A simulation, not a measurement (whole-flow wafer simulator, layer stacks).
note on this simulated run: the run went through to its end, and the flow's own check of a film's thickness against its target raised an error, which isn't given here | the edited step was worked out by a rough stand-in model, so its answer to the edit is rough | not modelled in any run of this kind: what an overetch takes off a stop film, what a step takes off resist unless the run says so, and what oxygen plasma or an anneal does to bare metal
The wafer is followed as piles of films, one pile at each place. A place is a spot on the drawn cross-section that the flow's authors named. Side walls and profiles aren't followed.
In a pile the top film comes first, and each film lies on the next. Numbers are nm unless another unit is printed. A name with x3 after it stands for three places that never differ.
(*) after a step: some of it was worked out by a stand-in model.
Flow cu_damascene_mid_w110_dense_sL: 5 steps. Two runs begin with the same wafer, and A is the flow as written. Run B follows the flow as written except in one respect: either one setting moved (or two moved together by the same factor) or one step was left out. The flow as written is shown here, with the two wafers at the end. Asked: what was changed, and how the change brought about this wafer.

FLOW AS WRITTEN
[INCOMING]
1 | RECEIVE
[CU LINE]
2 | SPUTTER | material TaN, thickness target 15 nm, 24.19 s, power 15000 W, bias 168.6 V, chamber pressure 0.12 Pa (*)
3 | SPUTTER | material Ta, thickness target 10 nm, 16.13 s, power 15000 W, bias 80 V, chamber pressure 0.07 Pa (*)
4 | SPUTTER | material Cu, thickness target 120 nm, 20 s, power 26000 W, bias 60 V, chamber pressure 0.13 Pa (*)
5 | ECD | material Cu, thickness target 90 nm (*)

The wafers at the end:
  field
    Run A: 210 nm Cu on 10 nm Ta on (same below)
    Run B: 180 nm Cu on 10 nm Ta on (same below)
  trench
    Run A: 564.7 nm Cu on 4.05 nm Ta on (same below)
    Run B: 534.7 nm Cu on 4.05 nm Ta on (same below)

The reason: step 4, SPUTTER: thickness target 90 nm was run, though the flow has thickness target 120 nm; step 4, SPUTTER: 15 s was run, where the flow has 20 s.

How this came from the change, step by step:
  4 | SPUTTER | material Cu, thickness target 120 nm, 20 s, power 26000 W, bias 60 V, chamber pressure 0.13 Pa (*)
      field: A Cu gains 120 (new film) | B Cu gains 90 (new film)
      trench: A Cu gains 49.9 (new film) | B Cu gains 37.5 (new film)
  5 | ECD | material Cu, thickness target 90 nm (*)
      trench: A Cu gains 514.8 | B Cu gains 497.3
